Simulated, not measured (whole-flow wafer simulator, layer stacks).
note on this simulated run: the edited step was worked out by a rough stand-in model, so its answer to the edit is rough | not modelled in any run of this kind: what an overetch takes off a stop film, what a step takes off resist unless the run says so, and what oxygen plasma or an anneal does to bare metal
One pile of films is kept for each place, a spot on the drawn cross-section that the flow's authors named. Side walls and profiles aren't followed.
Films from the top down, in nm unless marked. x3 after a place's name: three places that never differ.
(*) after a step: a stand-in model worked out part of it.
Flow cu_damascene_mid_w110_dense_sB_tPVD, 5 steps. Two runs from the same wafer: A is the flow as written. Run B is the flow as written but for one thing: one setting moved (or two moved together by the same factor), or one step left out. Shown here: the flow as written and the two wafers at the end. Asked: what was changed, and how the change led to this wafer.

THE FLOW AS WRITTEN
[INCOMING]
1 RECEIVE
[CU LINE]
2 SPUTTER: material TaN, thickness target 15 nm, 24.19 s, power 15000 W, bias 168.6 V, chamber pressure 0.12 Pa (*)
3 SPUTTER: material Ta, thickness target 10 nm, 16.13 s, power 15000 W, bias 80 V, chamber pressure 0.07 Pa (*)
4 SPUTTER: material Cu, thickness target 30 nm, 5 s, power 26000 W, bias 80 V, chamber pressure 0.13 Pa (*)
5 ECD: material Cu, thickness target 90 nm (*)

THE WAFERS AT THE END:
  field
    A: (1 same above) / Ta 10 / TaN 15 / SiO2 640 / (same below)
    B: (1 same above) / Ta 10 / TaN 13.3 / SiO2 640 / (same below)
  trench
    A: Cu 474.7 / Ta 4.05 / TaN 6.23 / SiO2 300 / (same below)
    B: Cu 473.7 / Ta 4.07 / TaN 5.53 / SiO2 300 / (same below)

The cause: step 2, SPUTTER: power 13310 W was run, where the flow has power 15000 W.

How the change led to this, step by step:
  2 SPUTTER: material TaN, thickness target 15 nm, 24.19 s, power 15000 W, bias 168.6 V, chamber pressure 0.12 Pa (*)
      field: A TaN +15 (new film) | B TaN +13.3 (new film)
      trench: A TaN +6.23 (new film) | B TaN +5.53 (new film)
